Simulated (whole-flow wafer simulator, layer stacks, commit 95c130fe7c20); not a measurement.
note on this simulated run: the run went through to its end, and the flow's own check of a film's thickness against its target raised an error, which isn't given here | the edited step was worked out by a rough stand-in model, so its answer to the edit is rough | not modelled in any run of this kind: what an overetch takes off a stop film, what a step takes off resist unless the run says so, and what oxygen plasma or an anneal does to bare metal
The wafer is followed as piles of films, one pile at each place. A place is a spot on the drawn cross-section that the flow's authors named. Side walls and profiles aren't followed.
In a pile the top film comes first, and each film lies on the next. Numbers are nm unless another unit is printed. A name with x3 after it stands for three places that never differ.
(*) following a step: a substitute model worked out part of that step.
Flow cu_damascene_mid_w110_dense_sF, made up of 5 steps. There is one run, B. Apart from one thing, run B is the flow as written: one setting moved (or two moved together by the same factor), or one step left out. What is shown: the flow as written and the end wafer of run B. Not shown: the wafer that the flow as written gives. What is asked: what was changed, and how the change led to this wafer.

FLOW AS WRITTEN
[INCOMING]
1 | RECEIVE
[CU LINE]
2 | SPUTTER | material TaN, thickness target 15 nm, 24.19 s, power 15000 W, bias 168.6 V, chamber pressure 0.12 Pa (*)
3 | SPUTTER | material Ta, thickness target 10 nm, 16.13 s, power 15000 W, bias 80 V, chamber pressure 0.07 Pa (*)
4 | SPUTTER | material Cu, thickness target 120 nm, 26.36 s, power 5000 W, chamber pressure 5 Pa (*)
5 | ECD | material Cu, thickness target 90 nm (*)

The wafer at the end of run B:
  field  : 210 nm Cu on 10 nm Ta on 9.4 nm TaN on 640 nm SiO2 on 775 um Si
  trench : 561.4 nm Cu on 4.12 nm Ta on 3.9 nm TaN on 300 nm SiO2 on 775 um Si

Cause: step 2, SPUTTER: thickness target 9.4 nm was run, whereas the flow has thickness target 15 nm; step 2, SPUTTER: 15.12 s was run, where the flow has 24.19 s.
One can read it off the wafer: field has TaN 9.4, and step 2 as written asks for 15 nm.

The path from the change to this, step by step:
  2 | SPUTTER | material TaN, thickness target 15 nm, 24.19 s, power 15000 W, bias 168.6 V, chamber pressure 0.12 Pa (*)
      field: +9.4 TaN (new film) (in the flow as written it would be: +15 TaN (new film))
      trench: +3.9 TaN (new film) (in the flow as written it would be: +6.23 TaN (new film))
